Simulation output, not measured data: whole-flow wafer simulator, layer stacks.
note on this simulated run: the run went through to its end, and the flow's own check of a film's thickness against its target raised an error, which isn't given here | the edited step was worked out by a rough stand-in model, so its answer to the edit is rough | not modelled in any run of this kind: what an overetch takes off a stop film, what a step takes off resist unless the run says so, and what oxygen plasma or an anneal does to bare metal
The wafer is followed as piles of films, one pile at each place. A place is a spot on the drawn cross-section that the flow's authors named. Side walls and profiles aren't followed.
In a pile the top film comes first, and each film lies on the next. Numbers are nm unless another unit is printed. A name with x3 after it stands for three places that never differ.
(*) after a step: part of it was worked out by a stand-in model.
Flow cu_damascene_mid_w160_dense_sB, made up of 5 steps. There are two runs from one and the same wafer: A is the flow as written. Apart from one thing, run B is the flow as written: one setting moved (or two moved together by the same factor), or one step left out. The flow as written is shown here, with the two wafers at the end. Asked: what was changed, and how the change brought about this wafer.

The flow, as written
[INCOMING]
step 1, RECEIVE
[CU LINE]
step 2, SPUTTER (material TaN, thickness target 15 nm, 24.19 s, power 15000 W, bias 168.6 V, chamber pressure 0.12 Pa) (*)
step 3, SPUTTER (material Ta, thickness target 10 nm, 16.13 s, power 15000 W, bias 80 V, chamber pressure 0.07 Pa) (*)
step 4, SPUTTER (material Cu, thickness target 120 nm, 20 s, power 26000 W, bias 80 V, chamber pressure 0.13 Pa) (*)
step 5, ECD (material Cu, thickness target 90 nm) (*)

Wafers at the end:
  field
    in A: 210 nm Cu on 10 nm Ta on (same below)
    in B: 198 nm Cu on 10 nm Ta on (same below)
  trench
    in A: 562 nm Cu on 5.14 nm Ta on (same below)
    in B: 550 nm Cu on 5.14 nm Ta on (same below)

The reason: step 4, SPUTTER: thickness target 108 nm was run, whereas the flow has thickness target 120 nm; step 4, SPUTTER: 18 s was run, where the flow has 20 s.

The path from the change to this, step by step:
  step 4, SPUTTER (material Cu, thickness target 120 nm, 20 s, power 26000 W, bias 80 V, chamber pressure 0.13 Pa) (*)
      field: A +120 Cu (new film) | B +108 Cu (new film)
      trench: A +62 Cu (new film) | B +55.8 Cu (new film)
